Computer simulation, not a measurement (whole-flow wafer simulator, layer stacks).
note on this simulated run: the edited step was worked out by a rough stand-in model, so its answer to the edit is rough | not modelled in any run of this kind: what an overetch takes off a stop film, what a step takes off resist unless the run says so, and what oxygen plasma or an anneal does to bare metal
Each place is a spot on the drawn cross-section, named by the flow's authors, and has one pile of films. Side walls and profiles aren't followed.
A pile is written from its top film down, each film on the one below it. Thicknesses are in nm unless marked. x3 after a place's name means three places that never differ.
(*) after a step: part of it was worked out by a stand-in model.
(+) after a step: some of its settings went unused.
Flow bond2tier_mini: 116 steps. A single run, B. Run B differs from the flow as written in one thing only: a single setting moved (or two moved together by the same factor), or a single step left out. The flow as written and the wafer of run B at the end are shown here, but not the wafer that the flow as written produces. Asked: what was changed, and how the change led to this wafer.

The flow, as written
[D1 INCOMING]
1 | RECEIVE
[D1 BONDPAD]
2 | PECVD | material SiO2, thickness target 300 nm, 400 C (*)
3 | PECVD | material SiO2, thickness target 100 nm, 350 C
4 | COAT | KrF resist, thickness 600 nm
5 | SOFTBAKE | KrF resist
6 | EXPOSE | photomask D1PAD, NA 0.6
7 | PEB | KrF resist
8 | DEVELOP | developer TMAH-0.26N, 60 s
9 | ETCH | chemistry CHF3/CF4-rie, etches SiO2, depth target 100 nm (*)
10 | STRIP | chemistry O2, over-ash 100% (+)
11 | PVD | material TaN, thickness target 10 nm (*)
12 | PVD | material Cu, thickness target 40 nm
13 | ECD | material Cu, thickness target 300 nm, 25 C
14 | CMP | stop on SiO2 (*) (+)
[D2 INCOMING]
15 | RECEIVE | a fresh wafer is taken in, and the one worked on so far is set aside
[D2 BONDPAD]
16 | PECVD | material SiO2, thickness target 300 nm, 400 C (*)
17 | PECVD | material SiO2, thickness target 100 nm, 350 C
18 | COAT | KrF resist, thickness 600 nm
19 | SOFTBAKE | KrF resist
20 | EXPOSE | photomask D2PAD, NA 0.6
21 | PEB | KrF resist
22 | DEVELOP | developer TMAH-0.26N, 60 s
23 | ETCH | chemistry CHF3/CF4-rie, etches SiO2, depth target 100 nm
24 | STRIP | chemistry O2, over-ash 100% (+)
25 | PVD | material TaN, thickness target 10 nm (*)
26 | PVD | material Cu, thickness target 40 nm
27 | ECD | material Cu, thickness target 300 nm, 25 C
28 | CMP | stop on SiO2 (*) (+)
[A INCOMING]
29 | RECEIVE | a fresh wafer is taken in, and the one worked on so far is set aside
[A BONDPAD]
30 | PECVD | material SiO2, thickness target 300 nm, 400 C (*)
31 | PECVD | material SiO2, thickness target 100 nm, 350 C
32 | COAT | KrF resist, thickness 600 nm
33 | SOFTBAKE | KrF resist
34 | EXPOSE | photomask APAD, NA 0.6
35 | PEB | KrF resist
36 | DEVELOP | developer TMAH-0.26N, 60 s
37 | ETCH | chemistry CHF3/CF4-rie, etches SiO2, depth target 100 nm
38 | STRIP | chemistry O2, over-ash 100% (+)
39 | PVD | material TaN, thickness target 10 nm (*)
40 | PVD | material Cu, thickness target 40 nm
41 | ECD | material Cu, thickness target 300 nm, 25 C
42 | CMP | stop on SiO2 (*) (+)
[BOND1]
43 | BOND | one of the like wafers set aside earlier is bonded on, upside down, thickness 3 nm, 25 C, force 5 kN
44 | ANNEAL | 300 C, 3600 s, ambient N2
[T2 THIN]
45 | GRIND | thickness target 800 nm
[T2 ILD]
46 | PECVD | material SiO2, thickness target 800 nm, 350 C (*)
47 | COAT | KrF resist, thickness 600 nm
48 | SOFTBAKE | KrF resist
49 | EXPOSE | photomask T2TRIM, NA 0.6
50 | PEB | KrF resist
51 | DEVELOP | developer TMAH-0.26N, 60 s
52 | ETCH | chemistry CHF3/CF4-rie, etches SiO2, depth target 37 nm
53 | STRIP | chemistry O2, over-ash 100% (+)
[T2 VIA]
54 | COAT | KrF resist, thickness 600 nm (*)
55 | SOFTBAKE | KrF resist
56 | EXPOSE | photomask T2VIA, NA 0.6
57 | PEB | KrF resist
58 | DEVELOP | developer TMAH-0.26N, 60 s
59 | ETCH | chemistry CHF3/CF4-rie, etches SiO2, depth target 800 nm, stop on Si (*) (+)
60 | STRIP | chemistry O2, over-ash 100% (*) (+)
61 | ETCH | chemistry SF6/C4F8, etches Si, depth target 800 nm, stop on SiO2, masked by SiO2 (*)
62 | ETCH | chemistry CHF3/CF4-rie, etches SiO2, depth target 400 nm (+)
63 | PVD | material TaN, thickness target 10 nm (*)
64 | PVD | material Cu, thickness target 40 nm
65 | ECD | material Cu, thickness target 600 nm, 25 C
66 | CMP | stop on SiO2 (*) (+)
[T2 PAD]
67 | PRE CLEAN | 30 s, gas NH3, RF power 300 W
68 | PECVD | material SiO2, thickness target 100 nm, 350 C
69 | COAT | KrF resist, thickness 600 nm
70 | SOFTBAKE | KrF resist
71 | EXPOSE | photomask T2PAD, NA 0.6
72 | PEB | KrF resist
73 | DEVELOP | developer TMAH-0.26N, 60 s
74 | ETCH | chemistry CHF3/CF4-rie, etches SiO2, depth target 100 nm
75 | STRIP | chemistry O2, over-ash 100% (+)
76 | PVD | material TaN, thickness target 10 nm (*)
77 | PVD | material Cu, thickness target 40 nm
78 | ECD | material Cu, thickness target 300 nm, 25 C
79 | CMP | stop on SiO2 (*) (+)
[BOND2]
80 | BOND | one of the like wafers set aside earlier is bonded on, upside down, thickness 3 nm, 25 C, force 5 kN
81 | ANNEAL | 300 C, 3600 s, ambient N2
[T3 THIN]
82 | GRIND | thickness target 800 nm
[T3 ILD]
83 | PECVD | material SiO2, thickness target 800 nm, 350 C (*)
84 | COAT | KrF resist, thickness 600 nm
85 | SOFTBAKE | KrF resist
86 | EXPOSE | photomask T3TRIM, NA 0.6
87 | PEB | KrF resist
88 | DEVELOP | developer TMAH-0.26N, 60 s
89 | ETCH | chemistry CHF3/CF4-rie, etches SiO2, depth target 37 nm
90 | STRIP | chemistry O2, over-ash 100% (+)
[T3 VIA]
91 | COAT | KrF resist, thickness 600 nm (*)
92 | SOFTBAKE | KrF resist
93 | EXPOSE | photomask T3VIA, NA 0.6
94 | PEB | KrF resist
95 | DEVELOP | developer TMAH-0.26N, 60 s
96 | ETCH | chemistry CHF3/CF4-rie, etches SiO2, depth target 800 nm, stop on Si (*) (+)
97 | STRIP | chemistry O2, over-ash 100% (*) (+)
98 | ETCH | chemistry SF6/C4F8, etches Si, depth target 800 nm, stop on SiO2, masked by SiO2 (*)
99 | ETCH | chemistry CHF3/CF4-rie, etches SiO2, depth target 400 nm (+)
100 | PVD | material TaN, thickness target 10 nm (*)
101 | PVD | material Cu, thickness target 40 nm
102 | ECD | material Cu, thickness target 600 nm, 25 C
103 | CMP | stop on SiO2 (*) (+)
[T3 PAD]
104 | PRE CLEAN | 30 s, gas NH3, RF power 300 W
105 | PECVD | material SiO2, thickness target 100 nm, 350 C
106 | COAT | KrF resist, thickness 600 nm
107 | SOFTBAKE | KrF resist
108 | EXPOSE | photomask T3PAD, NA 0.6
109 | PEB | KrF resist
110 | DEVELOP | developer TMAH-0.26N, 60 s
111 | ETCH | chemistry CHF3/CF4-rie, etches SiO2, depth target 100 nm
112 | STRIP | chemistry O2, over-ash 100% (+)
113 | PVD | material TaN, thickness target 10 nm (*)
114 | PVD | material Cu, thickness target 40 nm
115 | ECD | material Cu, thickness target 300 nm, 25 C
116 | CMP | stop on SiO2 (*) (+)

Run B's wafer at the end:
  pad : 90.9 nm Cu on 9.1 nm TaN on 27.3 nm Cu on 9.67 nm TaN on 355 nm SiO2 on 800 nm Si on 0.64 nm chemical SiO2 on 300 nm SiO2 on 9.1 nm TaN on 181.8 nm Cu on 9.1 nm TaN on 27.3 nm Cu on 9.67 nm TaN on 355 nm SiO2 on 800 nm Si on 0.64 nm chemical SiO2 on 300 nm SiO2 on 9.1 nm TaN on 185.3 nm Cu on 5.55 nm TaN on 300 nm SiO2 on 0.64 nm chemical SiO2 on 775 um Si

The reason: step 39, PVD: thickness target 6.1 nm was run, while the flow as written has thickness target 10 nm.

How this came from the change, step by step:
  39 | PVD | material TaN, thickness target 10 nm (*)
      field: TaN gains 6.1 (new film) (as written it would have been: TaN gains 10 (new film))
      pad: TaN gains 5.55 (new film) (as written it would have been: TaN gains 9.1 (new film))
      (as well as at 1 more place)
  42 | CMP | stop on SiO2 (*) (+)
      field: Cu loses 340 (all of it), TaN loses 6.1 (all of it) (as written it would have been: Cu loses 340 (all of it), TaN loses 10 (all of it))
